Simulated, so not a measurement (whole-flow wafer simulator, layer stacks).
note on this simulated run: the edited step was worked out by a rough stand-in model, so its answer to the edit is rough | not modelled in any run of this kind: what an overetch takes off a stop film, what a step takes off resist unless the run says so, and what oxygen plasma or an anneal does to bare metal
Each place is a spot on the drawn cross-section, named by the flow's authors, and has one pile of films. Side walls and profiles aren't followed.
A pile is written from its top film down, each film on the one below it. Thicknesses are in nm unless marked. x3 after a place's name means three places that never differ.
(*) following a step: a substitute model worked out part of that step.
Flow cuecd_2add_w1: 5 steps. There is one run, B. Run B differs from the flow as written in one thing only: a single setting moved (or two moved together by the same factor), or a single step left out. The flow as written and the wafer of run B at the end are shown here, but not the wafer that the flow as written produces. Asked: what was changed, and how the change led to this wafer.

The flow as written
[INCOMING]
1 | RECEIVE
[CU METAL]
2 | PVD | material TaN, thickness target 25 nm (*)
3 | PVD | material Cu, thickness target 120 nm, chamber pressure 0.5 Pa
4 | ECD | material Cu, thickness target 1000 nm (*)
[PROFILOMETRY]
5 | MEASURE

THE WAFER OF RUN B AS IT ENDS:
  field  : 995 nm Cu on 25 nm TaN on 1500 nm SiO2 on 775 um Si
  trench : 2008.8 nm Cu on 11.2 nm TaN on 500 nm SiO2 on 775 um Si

The reason: step 4, ECD: thickness target 875 nm was run, whereas the flow has thickness target 1000 nm.

The path from the change to this, step by step:
  4 | ECD | material Cu, thickness target 1000 nm (*)
      field: +875 Cu (it would be, as written: +1000 Cu)
      trench: +1955.2 Cu (it would be, as written: +2080.2 Cu)
